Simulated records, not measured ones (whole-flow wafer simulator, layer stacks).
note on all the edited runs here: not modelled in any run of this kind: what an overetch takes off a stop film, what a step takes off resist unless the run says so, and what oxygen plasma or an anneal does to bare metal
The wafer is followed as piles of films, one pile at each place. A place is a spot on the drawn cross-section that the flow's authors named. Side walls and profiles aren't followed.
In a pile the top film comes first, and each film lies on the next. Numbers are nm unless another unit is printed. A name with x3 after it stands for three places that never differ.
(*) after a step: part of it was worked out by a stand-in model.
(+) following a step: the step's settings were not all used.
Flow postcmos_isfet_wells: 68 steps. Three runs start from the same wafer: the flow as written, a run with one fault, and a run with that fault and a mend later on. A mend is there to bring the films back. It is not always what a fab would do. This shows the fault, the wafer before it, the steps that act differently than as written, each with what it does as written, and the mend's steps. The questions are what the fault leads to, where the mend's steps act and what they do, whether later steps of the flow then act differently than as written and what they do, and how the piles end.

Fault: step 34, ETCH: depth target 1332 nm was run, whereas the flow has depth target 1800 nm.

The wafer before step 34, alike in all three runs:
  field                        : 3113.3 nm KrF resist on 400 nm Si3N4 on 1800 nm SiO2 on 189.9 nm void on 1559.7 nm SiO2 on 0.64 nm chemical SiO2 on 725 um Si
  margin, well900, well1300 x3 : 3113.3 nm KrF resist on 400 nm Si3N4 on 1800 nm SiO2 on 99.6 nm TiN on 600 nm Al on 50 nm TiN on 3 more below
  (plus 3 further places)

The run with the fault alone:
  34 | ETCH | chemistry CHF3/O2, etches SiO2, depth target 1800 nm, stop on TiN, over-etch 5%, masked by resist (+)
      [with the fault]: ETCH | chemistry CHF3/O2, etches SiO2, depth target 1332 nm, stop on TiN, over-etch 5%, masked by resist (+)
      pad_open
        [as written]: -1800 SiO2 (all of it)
        [with the fault]: -1332 SiO2
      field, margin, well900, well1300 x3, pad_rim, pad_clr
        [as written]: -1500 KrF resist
        [with the fault]: -1110 KrF resist
  Steps later in the flow that act otherwise than as written (1 more step, not shown, differs only slightly: by at most 2% or 0.5 nm, whichever is larger):
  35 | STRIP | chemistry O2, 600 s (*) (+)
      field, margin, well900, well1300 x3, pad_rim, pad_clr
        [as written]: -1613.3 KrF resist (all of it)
        [with the fault]: -2003.3 KrF resist (all of it)
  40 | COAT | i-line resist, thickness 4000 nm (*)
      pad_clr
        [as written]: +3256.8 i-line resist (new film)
        [with the fault]: +3404.8 i-line resist (new film)
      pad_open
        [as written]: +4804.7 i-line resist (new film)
        [with the fault]: +4636.1 i-line resist (new film)
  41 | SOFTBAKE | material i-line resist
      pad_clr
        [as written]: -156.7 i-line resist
        [with the fault]: -111.7 i-line resist
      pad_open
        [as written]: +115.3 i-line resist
        [with the fault]: +93.8 i-line resist
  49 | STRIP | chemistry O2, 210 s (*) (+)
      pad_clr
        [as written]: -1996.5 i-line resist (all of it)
        [with the fault]: -2189.4 i-line resist (all of it)
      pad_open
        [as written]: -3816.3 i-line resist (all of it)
        [with the fault]: -3626.2 i-line resist (all of it)
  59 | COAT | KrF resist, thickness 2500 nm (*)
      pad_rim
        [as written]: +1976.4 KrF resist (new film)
        [with the fault]: +2083.3 KrF resist (new film)
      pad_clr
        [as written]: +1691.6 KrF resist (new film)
        [with the fault]: +1850.3 KrF resist (new film)
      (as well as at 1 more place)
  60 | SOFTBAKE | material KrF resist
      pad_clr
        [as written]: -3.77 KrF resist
        [with the fault]: -3.06 KrF resist
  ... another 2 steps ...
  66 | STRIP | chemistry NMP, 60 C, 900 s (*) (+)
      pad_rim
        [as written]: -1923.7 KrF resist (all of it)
        [with the fault]: -2029.6 KrF resist (all of it)
  The piles end different from the flow's at pad_open by more than 2% or 0.5 nm, whichever is larger.
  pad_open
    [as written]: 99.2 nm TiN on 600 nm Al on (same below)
    [with the fault]: 468 nm SiO2 on 99.6 nm TiN on 600 nm Al on (same below)

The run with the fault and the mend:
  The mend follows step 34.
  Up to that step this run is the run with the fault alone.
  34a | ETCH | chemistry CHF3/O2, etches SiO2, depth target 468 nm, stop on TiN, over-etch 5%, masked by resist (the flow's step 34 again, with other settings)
      field, margin, well900, well1300 x3, pad_rim, pad_clr
        -390 KrF resist
      pad_open
        -468 SiO2 (all of it)
  None of the later steps of the flow acts differently than as written at any place that is followed.
  At every place that both follow, the piles at the end match the flow's.
